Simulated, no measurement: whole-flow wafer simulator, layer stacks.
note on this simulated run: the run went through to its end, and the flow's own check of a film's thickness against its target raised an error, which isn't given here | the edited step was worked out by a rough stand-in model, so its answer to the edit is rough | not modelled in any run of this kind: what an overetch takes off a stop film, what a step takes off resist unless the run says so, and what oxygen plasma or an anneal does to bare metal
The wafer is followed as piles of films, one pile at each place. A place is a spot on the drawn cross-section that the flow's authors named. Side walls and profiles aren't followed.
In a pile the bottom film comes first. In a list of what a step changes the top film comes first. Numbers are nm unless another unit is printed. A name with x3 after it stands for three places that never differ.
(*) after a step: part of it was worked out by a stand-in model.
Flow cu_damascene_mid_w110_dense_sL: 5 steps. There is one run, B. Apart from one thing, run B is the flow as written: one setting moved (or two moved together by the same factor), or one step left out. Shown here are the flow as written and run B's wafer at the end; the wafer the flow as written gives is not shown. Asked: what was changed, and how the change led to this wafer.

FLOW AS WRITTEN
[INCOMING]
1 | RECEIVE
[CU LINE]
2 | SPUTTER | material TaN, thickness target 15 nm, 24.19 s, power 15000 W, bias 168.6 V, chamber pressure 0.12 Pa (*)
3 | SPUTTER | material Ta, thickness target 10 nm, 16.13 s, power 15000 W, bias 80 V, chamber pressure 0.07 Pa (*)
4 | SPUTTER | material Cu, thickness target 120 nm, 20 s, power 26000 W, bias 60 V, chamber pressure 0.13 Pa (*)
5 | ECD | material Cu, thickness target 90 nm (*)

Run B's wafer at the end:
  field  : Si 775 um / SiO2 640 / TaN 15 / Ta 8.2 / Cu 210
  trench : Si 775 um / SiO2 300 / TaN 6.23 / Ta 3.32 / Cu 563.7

What caused this: step 3, SPUTTER: thickness target 8.2 nm was run, though the flow has thickness target 10 nm; step 3, SPUTTER: 13.31 s was run, where the flow has 16.13 s.
One can read it off the wafer: field has Ta 8.2, and step 3 as written asks for 10 nm.

How this came from the change, step by step:
  3 | SPUTTER | material Ta, thickness target 10 nm, 16.13 s, power 15000 W, bias 80 V, chamber pressure 0.07 Pa (*)
      field: Ta gains 8.2 (new film) (as written it would have been: Ta gains 10 (new film))
      trench: Ta gains 3.32 (new film) (as written it would have been: Ta gains 4.05 (new film))
